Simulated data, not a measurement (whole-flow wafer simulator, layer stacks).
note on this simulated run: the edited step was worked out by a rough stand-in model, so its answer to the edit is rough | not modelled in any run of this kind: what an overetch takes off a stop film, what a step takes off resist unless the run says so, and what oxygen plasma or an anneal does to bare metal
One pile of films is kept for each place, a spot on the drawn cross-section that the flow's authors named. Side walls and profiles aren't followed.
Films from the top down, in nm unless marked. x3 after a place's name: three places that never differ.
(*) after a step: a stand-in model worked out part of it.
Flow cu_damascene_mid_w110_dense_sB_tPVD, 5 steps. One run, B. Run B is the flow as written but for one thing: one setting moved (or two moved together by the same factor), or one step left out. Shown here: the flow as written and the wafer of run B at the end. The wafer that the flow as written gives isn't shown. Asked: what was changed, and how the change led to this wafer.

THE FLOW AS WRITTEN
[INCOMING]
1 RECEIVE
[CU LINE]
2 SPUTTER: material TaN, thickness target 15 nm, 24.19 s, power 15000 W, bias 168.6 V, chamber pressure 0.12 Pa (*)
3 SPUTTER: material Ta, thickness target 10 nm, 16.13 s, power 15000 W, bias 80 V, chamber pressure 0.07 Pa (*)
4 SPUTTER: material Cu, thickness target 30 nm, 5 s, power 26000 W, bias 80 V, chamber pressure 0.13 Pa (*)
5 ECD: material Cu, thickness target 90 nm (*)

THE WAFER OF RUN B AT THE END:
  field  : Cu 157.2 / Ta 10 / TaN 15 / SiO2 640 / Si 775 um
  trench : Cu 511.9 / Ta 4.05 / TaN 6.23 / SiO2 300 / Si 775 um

The cause: step 5, ECD: thickness target 127.2 nm was run, where the flow has thickness target 90 nm.

How the change led to this, step by step:
  5 ECD: material Cu, thickness target 90 nm (*)
      field: Cu +127.2 (as written it would be: Cu +90)
      trench: Cu +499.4 (as written it would be: Cu +462.2)
